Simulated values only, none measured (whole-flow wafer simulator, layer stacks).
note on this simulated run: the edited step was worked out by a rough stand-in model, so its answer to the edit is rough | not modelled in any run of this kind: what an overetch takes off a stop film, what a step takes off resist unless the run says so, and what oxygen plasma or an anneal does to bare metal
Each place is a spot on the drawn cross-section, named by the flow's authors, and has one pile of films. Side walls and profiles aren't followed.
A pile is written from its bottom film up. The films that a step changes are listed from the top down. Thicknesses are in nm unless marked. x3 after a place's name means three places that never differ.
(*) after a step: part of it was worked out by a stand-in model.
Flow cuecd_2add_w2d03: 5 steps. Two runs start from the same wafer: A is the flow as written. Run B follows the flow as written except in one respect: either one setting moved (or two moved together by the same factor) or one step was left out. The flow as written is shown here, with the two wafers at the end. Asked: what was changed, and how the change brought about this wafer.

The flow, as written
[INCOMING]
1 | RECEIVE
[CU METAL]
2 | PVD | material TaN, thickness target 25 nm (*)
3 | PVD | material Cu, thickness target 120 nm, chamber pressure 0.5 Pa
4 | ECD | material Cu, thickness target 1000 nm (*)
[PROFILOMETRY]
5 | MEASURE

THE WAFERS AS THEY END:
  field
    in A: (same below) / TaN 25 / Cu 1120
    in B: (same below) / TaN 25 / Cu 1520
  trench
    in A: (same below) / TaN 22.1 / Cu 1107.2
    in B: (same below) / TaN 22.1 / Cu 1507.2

What caused this: step 4, ECD: thickness target 1400 nm was run, while the flow as written has thickness target 1000 nm.

How this came from the change, step by step:
  4 | ECD | material Cu, thickness target 1000 nm (*)
      field, trench: A +1000 Cu | B +1400 Cu
